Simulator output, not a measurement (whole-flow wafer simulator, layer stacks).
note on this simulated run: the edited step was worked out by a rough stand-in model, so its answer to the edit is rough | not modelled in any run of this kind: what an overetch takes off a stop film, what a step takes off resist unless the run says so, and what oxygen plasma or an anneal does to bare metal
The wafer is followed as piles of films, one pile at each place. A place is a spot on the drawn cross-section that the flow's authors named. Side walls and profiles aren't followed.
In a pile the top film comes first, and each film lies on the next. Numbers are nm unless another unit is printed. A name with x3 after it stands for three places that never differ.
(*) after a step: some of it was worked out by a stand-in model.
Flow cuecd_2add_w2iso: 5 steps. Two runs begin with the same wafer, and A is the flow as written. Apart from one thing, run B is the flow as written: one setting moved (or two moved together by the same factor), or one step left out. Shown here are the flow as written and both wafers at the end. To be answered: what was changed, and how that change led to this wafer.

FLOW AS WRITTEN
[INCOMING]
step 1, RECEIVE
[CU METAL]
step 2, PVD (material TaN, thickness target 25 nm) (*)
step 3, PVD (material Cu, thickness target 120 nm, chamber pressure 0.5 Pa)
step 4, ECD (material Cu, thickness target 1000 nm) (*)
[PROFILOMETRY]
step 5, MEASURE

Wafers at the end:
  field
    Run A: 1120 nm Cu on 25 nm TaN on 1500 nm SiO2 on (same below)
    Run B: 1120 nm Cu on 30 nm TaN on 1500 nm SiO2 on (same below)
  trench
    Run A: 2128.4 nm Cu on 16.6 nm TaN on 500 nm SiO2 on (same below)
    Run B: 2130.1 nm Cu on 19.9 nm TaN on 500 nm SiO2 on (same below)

The reason: step 2, PVD: thickness target 30 nm was run, though the flow has thickness target 25 nm.
The wafer itself shows it: field has TaN 30, and step 2 as written asks for 25 nm.

How this came from the change, step by step:
  step 2, PVD (material TaN, thickness target 25 nm) (*)
      field: A +25 TaN (new film) | B +30 TaN (new film)
      trench: A +16.6 TaN (new film) | B +19.9 TaN (new film)
